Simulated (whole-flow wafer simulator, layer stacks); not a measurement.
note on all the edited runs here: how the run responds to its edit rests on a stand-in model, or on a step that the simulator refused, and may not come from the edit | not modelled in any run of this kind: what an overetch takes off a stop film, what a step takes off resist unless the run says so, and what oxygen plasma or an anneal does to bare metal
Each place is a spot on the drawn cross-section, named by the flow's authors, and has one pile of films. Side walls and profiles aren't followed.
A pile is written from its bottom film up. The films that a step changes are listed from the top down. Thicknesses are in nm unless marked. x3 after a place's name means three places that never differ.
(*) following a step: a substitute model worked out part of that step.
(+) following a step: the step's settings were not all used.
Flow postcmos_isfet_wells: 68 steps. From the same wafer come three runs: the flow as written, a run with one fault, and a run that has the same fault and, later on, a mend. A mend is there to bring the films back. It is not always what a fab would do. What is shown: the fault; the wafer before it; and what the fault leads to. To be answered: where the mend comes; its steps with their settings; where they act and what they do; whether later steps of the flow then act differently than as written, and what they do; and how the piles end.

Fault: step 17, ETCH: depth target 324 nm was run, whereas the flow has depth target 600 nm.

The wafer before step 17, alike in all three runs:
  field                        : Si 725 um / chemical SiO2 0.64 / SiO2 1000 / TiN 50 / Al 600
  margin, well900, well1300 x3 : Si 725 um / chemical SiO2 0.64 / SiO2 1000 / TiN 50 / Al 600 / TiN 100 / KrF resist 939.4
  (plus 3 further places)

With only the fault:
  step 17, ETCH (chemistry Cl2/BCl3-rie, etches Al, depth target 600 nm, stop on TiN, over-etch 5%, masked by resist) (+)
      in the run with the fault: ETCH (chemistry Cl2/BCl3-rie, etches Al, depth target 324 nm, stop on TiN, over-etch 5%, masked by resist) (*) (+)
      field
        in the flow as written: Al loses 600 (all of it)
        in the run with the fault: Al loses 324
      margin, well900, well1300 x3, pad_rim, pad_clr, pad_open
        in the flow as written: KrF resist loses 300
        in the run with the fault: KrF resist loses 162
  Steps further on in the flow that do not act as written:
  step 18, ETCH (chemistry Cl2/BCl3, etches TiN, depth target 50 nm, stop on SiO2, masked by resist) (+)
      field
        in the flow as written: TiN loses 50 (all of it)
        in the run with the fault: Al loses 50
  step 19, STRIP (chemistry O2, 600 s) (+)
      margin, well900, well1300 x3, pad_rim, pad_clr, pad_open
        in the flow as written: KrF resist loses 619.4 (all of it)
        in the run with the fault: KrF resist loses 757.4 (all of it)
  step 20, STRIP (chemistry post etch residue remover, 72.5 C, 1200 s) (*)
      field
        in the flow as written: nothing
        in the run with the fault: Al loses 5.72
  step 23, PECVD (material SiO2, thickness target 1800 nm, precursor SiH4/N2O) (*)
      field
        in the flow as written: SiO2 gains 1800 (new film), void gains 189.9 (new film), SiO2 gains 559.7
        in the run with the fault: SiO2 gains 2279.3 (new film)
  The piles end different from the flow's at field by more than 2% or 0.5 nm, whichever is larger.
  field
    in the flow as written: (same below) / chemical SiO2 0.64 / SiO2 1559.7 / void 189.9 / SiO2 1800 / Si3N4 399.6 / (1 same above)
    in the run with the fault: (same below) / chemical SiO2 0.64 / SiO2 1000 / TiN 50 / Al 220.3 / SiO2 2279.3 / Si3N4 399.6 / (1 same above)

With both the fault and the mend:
  The mend follows step 17.
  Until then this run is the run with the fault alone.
  step 17a, ETCH (chemistry Cl2/BCl3-rie, etches Al, depth target 276 nm, stop on TiN, over-etch 5%, masked by resist) (the flow's step 17, run once more with other settings)
      margin, well900, well1300 x3, pad_rim, pad_clr, pad_open
        KrF resist loses 138
      field
        Al loses 276 (all of it)
  None of the later steps of the flow acts differently than as written at any place that is followed.
  At every place that both follow, the piles at the end match the flow's.
